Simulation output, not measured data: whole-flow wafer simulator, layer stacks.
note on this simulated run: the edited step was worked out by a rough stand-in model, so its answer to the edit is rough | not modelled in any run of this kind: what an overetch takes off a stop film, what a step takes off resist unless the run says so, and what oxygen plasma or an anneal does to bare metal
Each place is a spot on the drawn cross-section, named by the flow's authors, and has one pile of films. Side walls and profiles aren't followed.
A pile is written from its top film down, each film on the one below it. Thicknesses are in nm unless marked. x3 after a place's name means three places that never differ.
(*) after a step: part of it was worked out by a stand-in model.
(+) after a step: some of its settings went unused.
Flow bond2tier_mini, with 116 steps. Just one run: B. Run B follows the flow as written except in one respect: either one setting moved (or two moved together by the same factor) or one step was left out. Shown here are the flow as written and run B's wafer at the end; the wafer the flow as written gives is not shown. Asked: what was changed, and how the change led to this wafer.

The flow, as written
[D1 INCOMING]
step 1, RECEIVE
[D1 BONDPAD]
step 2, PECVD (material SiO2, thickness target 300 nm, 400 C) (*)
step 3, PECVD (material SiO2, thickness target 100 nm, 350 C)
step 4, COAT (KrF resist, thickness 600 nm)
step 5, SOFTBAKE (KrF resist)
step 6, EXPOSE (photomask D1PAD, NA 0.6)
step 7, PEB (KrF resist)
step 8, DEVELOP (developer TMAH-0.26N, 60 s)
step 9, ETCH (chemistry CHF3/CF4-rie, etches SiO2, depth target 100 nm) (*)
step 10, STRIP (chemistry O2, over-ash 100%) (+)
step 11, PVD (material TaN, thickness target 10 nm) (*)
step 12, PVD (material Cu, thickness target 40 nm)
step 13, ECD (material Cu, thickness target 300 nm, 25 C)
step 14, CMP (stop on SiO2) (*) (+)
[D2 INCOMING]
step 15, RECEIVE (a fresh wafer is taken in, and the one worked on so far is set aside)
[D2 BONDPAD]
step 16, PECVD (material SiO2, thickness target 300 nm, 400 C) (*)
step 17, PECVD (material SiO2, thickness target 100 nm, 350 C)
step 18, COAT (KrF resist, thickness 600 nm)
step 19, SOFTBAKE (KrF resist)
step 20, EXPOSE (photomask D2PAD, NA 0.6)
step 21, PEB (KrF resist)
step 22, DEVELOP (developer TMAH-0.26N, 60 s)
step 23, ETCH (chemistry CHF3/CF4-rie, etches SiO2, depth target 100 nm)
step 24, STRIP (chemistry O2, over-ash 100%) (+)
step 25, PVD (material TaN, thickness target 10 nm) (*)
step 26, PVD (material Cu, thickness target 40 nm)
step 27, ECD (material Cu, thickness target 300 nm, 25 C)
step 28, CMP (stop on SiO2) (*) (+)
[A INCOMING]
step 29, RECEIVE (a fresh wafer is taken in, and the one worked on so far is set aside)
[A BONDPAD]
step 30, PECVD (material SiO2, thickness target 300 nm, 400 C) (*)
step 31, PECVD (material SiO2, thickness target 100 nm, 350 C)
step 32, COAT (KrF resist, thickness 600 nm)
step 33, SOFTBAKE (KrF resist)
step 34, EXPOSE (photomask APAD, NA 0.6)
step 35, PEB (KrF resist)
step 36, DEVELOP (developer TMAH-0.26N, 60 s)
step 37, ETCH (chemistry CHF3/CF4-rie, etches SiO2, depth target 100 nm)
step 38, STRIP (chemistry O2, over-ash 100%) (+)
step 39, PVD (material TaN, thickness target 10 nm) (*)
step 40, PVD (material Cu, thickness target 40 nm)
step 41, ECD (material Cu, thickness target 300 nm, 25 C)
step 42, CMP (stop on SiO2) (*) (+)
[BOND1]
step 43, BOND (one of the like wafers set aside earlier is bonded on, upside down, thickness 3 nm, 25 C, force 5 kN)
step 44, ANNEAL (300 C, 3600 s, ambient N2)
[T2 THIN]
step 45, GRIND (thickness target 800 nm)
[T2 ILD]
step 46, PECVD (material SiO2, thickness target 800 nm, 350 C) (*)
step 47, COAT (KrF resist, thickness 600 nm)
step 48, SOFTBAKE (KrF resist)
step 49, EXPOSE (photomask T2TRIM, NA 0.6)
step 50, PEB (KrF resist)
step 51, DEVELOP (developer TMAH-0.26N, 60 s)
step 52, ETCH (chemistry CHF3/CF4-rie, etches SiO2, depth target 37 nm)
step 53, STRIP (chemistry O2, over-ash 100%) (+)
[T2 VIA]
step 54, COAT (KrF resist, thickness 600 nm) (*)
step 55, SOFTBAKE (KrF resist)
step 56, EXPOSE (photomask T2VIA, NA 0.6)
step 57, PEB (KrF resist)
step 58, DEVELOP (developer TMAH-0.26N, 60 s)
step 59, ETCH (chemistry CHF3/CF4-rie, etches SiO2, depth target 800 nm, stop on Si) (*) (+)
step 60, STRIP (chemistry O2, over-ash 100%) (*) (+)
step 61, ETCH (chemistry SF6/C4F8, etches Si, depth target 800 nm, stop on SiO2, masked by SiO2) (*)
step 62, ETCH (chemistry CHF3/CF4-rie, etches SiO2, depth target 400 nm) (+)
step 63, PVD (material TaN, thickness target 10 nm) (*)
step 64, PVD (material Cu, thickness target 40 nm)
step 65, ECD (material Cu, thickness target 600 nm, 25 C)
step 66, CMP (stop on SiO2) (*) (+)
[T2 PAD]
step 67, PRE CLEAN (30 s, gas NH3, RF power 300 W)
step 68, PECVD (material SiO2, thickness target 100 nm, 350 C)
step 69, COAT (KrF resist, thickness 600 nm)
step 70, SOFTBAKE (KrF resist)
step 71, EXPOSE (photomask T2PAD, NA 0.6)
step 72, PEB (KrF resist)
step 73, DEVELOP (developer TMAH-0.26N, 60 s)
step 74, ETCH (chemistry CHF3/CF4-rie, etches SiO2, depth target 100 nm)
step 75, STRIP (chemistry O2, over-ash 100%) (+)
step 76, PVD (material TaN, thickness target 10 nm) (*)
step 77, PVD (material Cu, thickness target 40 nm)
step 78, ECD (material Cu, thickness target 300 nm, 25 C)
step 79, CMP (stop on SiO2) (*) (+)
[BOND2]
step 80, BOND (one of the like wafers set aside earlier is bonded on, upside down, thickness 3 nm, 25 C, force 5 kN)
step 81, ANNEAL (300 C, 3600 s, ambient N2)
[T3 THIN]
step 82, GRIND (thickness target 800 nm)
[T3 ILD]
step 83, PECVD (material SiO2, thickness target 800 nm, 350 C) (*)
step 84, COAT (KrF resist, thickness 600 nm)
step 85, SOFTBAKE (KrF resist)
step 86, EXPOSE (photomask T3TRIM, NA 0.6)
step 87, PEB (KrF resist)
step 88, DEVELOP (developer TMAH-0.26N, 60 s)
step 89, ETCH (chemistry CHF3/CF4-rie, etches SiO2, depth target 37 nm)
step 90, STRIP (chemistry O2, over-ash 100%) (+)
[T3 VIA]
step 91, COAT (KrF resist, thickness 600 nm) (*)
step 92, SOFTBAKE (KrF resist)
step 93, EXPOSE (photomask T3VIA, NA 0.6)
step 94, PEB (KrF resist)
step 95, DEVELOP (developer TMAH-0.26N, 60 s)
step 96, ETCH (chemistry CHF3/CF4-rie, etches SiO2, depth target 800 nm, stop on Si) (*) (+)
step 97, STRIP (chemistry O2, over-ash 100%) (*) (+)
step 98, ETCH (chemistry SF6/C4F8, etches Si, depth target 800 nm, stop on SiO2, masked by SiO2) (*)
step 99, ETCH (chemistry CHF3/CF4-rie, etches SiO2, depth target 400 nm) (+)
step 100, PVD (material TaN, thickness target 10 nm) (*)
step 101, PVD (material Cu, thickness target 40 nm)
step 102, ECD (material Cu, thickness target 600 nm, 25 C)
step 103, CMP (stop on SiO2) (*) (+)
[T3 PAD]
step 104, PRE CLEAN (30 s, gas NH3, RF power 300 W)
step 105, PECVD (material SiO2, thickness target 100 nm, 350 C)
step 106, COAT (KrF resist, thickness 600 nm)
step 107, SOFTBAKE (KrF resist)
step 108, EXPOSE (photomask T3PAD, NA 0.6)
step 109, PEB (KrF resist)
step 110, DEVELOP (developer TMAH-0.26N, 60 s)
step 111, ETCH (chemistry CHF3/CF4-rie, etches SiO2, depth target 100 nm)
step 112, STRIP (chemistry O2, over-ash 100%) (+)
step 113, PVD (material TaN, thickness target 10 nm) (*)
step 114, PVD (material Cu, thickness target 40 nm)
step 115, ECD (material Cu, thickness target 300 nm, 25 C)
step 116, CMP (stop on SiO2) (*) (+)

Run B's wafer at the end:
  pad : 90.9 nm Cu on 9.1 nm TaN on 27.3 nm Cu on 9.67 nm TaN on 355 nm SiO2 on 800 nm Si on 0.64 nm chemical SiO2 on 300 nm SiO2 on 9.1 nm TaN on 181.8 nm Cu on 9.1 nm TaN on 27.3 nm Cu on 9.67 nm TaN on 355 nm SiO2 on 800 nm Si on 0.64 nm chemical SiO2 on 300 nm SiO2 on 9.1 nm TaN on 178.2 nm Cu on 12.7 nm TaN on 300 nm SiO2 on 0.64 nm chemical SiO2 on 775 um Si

Cause: step 39, PVD: thickness target 14 nm was run, while the flow as written has thickness target 10 nm.

The path from the change to this, step by step:
  step 39, PVD (material TaN, thickness target 10 nm) (*)
      field: TaN gains 14 (new film) (it would be, as written: TaN gains 10 (new film))
      pad: TaN gains 12.7 (new film) (it would be, as written: TaN gains 9.1 (new film))
      (and at 1 other place as well)
  step 42, CMP (stop on SiO2) (*) (+)
      field: Cu loses 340 (all of it), TaN loses 14 (all of it) (it would be, as written: Cu loses 340 (all of it), TaN loses 10 (all of it))
